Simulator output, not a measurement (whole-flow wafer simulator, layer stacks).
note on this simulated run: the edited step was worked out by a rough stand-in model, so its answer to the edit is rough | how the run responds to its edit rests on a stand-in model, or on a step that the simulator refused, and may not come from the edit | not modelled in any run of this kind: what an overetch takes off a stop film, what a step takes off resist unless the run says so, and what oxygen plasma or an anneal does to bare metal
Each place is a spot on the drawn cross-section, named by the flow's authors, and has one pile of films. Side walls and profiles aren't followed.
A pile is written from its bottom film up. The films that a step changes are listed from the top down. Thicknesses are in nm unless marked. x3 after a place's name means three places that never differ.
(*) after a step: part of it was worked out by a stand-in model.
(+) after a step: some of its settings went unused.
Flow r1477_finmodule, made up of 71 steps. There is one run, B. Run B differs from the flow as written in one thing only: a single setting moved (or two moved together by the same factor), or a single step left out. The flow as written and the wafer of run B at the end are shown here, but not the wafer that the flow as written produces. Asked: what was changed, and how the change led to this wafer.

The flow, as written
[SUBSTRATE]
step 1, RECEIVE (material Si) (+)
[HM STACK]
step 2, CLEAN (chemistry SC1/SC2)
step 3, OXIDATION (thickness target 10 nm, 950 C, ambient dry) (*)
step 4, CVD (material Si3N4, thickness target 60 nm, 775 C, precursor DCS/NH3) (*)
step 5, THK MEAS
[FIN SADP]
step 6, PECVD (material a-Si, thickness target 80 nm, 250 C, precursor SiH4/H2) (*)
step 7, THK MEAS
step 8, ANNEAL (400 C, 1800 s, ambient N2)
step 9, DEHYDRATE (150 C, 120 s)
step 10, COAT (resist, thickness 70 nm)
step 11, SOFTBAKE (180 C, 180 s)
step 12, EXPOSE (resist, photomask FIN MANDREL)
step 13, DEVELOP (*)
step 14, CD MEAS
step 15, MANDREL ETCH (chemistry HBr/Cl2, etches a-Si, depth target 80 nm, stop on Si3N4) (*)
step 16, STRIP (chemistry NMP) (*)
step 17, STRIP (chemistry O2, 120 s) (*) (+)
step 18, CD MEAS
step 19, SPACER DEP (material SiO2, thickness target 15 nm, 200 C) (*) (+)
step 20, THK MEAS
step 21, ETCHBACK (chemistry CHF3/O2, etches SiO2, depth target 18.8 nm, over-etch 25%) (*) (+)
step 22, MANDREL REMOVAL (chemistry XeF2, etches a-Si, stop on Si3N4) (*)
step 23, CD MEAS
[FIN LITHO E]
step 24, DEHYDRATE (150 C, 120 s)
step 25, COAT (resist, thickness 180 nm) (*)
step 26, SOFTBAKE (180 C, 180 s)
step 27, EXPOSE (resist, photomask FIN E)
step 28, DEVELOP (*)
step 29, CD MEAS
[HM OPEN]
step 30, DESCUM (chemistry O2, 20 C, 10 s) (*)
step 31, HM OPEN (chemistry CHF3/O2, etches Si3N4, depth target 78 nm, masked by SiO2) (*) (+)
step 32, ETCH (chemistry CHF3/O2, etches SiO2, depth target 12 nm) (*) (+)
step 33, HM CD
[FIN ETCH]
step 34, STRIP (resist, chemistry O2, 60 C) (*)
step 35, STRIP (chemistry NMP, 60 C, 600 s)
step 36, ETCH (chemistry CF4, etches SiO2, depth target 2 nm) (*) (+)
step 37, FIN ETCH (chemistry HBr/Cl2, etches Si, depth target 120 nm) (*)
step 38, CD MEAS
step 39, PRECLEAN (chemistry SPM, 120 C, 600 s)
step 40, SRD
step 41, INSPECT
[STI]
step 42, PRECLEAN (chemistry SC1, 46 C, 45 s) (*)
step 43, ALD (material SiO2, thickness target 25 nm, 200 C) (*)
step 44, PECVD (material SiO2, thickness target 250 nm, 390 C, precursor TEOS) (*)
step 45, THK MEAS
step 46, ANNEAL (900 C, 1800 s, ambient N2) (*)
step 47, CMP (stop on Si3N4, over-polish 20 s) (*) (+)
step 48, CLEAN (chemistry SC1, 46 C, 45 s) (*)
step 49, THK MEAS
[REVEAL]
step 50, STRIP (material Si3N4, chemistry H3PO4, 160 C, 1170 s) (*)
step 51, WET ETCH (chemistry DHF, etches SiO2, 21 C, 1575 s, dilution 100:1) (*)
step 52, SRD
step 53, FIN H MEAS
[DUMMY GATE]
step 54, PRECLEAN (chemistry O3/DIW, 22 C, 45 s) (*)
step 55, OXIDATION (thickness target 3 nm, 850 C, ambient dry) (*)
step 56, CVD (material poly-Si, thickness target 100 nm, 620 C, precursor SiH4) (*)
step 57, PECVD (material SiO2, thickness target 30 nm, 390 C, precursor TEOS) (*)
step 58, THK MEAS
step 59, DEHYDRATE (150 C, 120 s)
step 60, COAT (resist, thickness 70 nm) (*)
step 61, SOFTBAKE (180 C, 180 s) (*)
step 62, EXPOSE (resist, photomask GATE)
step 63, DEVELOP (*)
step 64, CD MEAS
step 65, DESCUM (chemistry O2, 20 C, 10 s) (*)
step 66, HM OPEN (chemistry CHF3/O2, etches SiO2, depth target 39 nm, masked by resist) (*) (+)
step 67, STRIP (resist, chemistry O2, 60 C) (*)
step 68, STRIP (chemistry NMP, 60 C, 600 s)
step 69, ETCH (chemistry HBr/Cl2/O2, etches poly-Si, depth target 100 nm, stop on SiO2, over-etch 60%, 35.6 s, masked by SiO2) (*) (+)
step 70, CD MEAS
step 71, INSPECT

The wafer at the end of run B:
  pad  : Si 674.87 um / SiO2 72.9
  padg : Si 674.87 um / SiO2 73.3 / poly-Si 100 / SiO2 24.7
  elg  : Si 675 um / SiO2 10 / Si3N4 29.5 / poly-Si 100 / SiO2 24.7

The reason: step 51, WET ETCH: 2126 s was run, whereas the flow has 1575 s.

The path from the change to this, step by step:
  step 51, WET ETCH (chemistry DHF, etches SiO2, 21 C, 1575 s, dilution 100:1) (*)
      pad, padg, e40sg and 12 more: SiO2 loses 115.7 (it would be, as written: SiO2 loses 85.7)
      elg, e40lg, e100lg, e200lg, elo, e40lo, e100lo, e200lo: SiO2 loses 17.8 (all of it), Si3N4 loses 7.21 (it would be, as written: SiO2 loses 17.8 (all of it), Si3N4 loses 4.97)
      (also at 7 further places)
  step 56, CVD (material poly-Si, thickness target 100 nm, 620 C, precursor SiH4) (*)
      s40cg, s40co: poly-Si gains 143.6 (new film) (it would be, as written: poly-Si gains 113.9 (new film))
      s45cg, s45co: poly-Si gains 143.6 (new film) (it would be, as written: poly-Si gains 113.4 (new film))
      (also at 3 further places)
  step 60, COAT (resist, thickness 70 nm) (*)
      e40lg, e100lg, e200lg, elo, e40lo, e100lo, e200lo: resist gains 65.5 (new film) (it would be, as written: resist gains 66.9 (new film))
      e40sg, eso, e40so: resist gains 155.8 (new film) (it would be, as written: resist gains 129.5 (new film))
      (also at 16 further places)
  step 63, DEVELOP (*)
      elo, e40lo, e100lo, e200lo: resist loses 65.5 (all of it) (it would be, as written: resist loses 66.9 (all of it))
      eso, e40so: resist loses 155.8 (all of it) (it would be, as written: resist loses 129.5 (all of it))
      (also at 8 further places)
  step 67, STRIP (resist, chemistry O2, 60 C) (*)
      e40lg, e100lg, e200lg: resist loses 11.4 (all of it) (it would be, as written: resist loses 12.8 (all of it))
      e40sg: resist loses 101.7 (all of it) (it would be, as written: resist loses 75.4 (all of it))
      (also at 9 further places)
  step 69, ETCH (chemistry HBr/Cl2/O2, etches poly-Si, depth target 100 nm, stop on SiO2, over-etch 60%, 35.6 s, masked by SiO2) (*) (+)
      s40co: chemical SiO2 loses 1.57 (all of it), poly-Si loses 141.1 (all of it), SiO2 loses 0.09 (it would be, as written: chemical SiO2 loses 1.46 (all of it), poly-Si loses 111.5 (all of it), SiO2 loses 0.24)
      s45co: chemical SiO2 loses 1.57 (all of it), poly-Si loses 141.1 (all of it), SiO2 loses 0.09 (it would be, as written: chemical SiO2 loses 1.46 (all of it), poly-Si loses 110.9 (all of it), SiO2 loses 0.25)
      (also at 1 further place)
